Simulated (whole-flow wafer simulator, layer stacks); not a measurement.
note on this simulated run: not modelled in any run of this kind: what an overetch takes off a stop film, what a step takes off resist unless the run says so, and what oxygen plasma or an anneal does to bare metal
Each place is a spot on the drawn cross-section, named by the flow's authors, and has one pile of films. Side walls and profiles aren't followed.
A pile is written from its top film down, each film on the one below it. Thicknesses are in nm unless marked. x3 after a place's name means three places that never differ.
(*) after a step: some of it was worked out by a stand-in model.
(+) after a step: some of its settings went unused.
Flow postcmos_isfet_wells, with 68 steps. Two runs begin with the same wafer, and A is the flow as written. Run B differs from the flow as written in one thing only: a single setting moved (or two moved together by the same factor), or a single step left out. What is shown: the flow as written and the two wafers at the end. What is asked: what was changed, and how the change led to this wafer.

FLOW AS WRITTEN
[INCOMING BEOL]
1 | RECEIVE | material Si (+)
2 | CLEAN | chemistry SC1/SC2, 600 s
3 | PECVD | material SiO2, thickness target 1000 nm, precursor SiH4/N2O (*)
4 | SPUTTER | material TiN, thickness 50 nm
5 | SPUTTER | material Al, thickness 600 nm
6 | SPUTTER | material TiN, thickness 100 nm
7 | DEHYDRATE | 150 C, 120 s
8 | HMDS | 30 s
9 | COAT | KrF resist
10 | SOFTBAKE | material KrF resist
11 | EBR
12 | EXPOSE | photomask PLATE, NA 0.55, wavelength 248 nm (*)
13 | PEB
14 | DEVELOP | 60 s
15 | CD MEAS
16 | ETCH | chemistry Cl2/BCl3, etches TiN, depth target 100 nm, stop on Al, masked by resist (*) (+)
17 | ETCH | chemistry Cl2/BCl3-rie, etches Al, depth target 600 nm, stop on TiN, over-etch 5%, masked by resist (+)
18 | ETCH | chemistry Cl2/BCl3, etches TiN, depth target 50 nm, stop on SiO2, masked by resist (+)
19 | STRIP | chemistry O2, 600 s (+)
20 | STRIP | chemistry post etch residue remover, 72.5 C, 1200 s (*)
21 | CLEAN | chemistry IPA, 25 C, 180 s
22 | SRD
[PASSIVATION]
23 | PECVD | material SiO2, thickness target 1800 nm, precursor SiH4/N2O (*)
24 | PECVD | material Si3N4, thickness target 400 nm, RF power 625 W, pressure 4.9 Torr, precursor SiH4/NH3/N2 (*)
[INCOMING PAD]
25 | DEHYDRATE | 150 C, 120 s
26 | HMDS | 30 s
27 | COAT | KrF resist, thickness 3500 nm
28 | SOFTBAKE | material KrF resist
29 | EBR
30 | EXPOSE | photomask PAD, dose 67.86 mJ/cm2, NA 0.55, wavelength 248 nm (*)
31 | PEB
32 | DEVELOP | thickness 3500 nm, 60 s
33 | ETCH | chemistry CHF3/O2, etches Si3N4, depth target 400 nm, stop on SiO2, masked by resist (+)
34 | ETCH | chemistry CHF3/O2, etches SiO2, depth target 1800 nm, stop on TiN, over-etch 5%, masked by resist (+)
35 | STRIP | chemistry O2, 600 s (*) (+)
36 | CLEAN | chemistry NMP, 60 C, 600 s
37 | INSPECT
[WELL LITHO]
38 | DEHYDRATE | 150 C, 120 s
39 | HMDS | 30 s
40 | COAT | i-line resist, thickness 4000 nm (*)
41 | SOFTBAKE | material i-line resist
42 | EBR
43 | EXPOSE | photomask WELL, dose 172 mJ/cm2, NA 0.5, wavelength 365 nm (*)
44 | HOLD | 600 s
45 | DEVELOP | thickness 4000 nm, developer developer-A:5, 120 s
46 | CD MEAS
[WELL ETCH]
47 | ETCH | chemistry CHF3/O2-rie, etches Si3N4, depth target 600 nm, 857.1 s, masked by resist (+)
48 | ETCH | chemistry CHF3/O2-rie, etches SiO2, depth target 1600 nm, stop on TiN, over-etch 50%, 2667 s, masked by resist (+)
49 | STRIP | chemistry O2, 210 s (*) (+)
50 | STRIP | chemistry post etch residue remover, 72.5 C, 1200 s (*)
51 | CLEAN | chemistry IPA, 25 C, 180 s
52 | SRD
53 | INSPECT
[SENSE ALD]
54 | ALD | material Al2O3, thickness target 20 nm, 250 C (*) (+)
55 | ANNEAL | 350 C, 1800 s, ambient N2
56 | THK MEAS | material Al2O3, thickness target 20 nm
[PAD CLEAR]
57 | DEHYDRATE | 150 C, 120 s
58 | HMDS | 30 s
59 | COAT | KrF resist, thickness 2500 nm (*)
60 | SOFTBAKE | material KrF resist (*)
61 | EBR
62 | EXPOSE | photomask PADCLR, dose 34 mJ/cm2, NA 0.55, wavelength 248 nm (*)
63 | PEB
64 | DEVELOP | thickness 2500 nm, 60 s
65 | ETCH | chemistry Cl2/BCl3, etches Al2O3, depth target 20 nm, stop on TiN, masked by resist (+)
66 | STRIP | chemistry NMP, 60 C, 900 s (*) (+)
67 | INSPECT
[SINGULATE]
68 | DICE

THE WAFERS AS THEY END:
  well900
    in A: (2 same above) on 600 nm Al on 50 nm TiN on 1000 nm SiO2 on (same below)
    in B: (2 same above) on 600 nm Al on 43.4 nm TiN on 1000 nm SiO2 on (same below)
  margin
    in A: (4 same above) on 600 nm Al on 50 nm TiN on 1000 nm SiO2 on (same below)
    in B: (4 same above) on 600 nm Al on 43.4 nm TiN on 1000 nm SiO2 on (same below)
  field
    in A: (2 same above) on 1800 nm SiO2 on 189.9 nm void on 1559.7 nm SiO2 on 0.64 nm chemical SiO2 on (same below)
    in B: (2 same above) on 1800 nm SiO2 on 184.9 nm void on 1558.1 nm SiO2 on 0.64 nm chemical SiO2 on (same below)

The reason: step 4, SPUTTER: thickness 43.4 nm was run, while the flow as written has thickness 50 nm.
The wafer itself shows it: well900 has TiN 43.4, and step 4 as written asks for 50 nm.

How this came from the change, step by step:
  4 | SPUTTER | material TiN, thickness 50 nm
      field, margin, well900 and 6 more: A TiN gains 50 (new film) | B TiN gains 43.4 (new film)
  18 | ETCH | chemistry Cl2/BCl3, etches TiN, depth target 50 nm, stop on SiO2, masked by resist (+)
      field: A TiN loses 50 (all of it) | B TiN loses 43.4 (all of it)
  23 | PECVD | material SiO2, thickness target 1800 nm, precursor SiH4/N2O (*)
      field: A SiO2 gains 1800 (new film), void gains 189.9 (new film), SiO2 gains 559.7 | B SiO2 gains 1800 (new film), void gains 184.9 (new film), SiO2 gains 558.1
